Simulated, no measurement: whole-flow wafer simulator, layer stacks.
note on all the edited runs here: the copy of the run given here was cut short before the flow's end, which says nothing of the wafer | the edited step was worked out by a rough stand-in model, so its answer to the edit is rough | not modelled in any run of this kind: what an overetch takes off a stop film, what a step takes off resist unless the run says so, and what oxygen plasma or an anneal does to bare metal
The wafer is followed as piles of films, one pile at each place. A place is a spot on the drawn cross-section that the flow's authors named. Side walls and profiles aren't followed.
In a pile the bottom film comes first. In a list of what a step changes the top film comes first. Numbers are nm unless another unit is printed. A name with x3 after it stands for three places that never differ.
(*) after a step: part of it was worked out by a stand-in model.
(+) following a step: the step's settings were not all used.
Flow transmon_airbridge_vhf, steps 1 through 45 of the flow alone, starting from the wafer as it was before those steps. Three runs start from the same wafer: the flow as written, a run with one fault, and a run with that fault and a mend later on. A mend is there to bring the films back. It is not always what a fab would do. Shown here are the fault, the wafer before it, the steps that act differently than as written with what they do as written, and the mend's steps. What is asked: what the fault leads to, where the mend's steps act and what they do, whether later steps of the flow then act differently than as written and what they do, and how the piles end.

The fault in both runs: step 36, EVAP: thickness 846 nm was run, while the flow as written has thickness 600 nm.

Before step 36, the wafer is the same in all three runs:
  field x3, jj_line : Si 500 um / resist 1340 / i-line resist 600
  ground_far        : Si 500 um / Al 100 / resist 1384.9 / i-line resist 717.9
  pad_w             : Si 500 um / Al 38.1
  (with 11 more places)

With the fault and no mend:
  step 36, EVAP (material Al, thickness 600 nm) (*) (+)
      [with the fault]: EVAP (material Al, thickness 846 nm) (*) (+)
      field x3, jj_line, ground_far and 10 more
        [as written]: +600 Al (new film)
        [with the fault]: +846 Al (new film)
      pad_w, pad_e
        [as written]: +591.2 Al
        [with the fault]: +833.6 Al
  Later steps of the flow acting differently than as written:
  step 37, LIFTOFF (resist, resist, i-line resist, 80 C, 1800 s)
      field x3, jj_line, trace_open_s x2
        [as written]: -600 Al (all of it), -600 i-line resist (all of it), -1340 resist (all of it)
        [with the fault]: -846 Al (all of it), -600 i-line resist (all of it), -1340 resist (all of it)
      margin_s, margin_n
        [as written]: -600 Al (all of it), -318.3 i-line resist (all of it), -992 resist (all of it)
        [with the fault]: -846 Al (all of it), -318.3 i-line resist (all of it), -992 resist (all of it)
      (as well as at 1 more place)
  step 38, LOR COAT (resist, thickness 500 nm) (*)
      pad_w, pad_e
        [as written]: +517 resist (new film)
        [with the fault]: +499.2 resist (new film)
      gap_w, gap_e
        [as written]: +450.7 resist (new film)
        [with the fault]: +440.9 resist (new film)
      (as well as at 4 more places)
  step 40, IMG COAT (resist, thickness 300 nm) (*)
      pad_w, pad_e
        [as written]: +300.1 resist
        [with the fault]: +290.4 resist
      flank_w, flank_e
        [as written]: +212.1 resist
        [with the fault]: +204 resist
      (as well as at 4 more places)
  At pad_w, flank_w, gap_w and 7 more, the piles at the end differ from the flow's by more than 2% or 0.5 nm, whichever is larger.
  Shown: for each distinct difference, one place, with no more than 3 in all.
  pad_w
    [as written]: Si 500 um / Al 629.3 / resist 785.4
    [with the fault]: Si 500 um / Al 871.7 / resist 757.8
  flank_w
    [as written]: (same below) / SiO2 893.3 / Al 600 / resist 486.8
    [with the fault]: (same below) / SiO2 893.3 / Al 846 / resist 473.2
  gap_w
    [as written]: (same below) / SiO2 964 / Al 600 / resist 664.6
    [with the fault]: (same below) / SiO2 964 / Al 846 / resist 646.6

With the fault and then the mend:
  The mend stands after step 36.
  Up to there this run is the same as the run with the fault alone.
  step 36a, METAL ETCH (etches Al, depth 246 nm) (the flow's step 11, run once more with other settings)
      field x3, jj_line, ground_far and 12 more
        -246 Al
  Every later step of the flow that is run acts as written, at every place that is followed, to within 2% or 0.5 nm, whichever is larger.
  The piles end only slightly different from the flow's at the places that both follow, by no more than 2% or 0.5 nm, whichever is larger.
